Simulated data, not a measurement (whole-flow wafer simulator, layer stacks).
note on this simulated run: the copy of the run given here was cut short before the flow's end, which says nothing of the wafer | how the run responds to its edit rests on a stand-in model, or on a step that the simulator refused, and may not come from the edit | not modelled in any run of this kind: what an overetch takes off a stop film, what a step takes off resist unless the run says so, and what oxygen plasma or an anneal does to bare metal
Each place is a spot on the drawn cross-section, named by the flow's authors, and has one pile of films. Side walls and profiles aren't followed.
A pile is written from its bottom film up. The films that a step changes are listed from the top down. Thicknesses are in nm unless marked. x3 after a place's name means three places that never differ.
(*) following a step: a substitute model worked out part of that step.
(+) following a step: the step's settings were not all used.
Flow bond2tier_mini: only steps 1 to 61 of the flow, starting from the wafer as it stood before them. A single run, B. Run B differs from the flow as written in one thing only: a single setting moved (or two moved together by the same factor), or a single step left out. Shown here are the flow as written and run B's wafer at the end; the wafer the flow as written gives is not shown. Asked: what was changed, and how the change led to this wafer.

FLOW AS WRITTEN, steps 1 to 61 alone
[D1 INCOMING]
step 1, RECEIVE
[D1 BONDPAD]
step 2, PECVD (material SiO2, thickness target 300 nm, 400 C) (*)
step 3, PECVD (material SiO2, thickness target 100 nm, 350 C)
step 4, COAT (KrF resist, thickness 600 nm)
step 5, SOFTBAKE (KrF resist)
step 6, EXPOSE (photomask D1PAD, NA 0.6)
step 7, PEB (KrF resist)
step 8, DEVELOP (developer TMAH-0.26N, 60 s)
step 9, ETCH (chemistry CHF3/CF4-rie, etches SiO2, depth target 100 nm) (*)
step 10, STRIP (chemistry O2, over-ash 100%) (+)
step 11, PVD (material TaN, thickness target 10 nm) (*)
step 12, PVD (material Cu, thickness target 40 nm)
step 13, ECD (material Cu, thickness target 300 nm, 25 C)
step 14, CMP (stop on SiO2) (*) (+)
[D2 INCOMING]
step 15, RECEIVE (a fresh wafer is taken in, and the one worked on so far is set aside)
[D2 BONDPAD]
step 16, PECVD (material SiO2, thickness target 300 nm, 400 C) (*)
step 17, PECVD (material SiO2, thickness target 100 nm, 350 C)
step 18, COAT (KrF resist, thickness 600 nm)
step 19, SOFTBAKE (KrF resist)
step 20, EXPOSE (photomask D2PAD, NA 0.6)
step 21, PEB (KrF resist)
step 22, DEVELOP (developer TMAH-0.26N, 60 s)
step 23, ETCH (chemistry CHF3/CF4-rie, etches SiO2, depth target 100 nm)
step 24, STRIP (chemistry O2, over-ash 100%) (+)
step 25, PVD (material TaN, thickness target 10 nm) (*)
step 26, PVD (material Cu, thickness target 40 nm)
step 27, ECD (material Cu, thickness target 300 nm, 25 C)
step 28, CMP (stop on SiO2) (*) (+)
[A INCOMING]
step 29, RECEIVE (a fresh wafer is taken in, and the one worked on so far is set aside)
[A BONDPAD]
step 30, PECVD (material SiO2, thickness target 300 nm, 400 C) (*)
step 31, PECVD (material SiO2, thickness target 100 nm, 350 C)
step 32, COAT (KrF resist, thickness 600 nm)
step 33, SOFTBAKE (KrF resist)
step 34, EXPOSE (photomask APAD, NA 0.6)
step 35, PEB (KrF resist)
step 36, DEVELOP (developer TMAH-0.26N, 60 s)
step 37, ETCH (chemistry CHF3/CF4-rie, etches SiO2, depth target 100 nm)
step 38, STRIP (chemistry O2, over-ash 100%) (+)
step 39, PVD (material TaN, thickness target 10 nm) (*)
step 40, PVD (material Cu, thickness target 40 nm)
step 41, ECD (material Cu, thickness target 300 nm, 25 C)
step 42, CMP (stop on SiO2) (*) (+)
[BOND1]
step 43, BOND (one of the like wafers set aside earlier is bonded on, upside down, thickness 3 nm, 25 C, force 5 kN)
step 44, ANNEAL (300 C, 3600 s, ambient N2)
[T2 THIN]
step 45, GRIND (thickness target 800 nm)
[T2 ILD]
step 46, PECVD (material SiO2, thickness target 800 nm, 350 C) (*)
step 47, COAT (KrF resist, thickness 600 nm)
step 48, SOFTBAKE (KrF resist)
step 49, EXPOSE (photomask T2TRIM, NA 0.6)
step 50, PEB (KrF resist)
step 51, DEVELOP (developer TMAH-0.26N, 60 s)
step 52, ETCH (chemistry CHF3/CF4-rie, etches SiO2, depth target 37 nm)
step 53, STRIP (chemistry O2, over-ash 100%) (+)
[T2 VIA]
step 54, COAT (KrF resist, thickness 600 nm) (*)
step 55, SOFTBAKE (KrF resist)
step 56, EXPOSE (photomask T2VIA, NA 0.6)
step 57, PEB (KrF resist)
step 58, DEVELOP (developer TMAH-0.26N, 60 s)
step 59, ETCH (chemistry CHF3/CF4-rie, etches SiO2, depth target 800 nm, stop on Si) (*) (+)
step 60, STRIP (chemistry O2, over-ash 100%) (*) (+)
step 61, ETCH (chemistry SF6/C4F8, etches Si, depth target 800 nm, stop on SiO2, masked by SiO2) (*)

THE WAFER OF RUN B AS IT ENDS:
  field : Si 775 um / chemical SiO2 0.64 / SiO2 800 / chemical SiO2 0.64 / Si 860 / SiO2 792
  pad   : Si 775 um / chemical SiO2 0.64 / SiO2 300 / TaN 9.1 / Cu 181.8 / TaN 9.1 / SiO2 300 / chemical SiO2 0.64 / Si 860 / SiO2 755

The reason: step 45, GRIND: thickness target 860 nm was run, whereas the flow has thickness target 800 nm.
The wafer lets one read it off: field has Si 860, and step 45 as written asks for 800 nm.

How this came from the change, step by step:
  step 45, GRIND (thickness target 800 nm)
      field, pad, via: Si loses 774.14 um (it would be, as written: Si loses 774.2 um)
